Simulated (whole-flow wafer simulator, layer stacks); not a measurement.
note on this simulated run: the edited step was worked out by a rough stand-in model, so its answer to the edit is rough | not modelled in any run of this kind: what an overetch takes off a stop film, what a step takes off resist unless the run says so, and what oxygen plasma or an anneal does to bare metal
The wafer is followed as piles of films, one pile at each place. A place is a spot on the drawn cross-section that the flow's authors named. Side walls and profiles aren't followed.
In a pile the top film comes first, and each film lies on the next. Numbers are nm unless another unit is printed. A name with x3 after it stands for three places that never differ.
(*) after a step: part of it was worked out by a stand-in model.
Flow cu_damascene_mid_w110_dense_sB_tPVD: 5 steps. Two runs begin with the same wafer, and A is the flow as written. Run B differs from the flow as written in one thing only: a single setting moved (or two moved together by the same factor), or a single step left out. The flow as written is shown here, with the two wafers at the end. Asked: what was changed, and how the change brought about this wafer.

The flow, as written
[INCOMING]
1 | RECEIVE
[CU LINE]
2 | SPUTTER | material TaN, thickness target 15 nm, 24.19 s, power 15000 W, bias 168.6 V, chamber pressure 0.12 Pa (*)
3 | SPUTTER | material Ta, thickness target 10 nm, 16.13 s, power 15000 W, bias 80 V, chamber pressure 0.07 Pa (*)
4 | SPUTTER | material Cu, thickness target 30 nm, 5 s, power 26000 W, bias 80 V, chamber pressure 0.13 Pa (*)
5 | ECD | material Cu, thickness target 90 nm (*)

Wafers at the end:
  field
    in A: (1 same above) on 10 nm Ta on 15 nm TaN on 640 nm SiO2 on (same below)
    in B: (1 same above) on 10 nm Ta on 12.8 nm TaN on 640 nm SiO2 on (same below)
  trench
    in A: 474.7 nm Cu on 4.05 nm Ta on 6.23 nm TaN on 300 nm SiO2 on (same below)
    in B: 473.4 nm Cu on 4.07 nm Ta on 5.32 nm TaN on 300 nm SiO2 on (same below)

Cause: step 2, SPUTTER: thickness target 12.8 nm was run, whereas the flow has thickness target 15 nm.
The wafer lets one read it off: field has TaN 12.8, and step 2 as written asks for 15 nm.

Step by step, how the change led to this:
  2 | SPUTTER | material TaN, thickness target 15 nm, 24.19 s, power 15000 W, bias 168.6 V, chamber pressure 0.12 Pa (*)
      field: A +15 TaN (new film) | B +12.8 TaN (new film)
      trench: A +6.23 TaN (new film) | B +5.32 TaN (new film)
